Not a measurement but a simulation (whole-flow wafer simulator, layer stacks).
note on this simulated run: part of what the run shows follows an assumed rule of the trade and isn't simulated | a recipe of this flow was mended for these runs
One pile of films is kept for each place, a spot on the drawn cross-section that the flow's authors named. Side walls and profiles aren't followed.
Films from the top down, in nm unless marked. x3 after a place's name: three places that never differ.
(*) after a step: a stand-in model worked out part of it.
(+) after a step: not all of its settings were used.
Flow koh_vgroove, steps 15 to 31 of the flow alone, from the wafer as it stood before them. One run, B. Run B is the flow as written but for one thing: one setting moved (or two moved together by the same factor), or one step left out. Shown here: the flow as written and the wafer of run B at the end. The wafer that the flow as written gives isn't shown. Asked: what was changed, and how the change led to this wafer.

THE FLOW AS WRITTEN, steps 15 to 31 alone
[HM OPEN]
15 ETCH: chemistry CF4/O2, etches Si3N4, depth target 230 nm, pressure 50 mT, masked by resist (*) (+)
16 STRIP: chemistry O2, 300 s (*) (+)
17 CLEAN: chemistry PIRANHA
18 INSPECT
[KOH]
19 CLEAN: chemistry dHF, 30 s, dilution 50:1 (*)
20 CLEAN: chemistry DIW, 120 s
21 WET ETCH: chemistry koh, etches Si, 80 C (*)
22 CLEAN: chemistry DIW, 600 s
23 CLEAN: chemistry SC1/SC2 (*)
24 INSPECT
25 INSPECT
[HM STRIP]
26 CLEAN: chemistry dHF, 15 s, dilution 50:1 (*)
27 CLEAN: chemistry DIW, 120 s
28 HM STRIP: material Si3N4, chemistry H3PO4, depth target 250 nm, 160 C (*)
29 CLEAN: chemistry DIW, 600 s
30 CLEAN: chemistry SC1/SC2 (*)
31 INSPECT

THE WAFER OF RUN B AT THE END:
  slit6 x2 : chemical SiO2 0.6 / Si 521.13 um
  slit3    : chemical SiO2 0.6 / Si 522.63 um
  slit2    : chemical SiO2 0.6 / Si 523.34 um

The cause: step 15, ETCH: depth target 333.5 nm was run, where the flow has depth target 230 nm.

How the change led to this, step by step:
  15 ETCH: chemistry CF4/O2, etches Si3N4, depth target 230 nm, pressure 50 mT, masked by resist (*) (+)
      slit3, slit2, slit6 x2: Si3N4 -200 (all of it), chemical SiO2 -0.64 (all of it), Si -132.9 (as written it would be: Si3N4 -200 (all of it), chemical SiO2 -0.64 (all of it), Si -29.4)
      field: i-line-resist -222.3 (as written it would be: i-line-resist -153.3)
  16 STRIP: chemistry O2, 300 s (*) (+)
      field: i-line-resist -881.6 (all of it) (as written it would be: i-line-resist -950.6 (all of it))
